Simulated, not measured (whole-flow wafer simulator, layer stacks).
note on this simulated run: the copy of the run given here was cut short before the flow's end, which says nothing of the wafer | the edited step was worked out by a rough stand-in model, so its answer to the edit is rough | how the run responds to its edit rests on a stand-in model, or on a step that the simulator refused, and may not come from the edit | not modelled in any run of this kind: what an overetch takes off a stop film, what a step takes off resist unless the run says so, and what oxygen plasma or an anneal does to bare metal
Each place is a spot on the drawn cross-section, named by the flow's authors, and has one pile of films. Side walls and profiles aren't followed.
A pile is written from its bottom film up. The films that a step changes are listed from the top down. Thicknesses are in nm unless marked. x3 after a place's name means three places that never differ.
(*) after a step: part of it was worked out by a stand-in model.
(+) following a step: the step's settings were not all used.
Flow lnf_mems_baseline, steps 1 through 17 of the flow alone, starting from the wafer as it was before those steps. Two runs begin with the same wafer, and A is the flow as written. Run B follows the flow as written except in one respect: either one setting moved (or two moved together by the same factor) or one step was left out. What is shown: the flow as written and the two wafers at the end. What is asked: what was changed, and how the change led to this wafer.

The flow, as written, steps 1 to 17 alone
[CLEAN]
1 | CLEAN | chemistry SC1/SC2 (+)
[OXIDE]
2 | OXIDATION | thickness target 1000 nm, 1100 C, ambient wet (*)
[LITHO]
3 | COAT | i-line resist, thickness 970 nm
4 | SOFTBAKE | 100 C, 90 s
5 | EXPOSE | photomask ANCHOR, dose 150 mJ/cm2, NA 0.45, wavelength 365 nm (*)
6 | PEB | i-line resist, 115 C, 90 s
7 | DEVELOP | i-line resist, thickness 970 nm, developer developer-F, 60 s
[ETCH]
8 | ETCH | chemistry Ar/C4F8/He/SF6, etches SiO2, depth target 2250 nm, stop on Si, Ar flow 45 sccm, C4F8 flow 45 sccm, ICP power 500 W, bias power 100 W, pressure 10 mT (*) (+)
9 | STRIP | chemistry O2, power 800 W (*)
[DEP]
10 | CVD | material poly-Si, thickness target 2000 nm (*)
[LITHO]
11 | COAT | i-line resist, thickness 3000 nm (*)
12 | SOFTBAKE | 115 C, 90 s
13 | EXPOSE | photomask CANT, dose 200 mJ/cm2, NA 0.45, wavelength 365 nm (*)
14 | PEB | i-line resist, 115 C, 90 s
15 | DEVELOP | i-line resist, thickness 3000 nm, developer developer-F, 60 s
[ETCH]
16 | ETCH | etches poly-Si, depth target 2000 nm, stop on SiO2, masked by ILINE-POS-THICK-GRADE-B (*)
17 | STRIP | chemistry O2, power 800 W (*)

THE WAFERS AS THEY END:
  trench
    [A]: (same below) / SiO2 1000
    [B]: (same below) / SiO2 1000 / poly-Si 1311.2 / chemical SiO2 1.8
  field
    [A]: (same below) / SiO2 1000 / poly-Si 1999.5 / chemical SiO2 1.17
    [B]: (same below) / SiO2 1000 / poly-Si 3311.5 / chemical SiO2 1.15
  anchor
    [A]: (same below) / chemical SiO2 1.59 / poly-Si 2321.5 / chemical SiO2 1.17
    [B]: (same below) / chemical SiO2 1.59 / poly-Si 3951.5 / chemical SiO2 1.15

The reason: step 10, CVD: thickness target 3312 nm was run, whereas the flow has thickness target 2000 nm.

Step by step, how the change led to this:
  10 | CVD | material poly-Si, thickness target 2000 nm (*)
      field, beam, trench, char_slit: A poly-Si gains 2000 (new film) | B poly-Si gains 3312 (new film)
      anchor: A poly-Si gains 2322 (new film) | B poly-Si gains 3952 (new film)
  11 | COAT | i-line resist, thickness 3000 nm (*)
      anchor: A i-line resist gains 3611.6 (new film) | B i-line resist gains 3312.9 (new film)
  12 | SOFTBAKE | 115 C, 90 s
      field: A i-line resist loses 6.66 | B i-line resist loses 4.83
      anchor: A i-line resist gains 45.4 | B i-line resist gains 31.8
      (and at 2 other places as well)
  14 | PEB | i-line resist, 115 C, 90 s
      anchor: A i-line resist loses 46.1 | B i-line resist loses 40.6
  16 | ETCH | etches poly-Si, depth target 2000 nm, stop on SiO2, masked by ILINE-POS-THICK-GRADE-B (*)
      trench, char_slit: A poly-Si loses 2000 (all of it) | B poly-Si loses 2000
  17 | STRIP | chemistry O2, power 800 W (*)
      trench, char_slit: A nothing | B chemical SiO2 gains 1.8 (new film), poly-Si loses 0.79
      anchor: A chemical SiO2 gains 1.17 (new film), i-line resist loses 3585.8 (all of it), poly-Si loses 0.52 | B chemical SiO2 gains 1.15 (new film), i-line resist loses 3278.9 (all of it), poly-Si loses 0.51
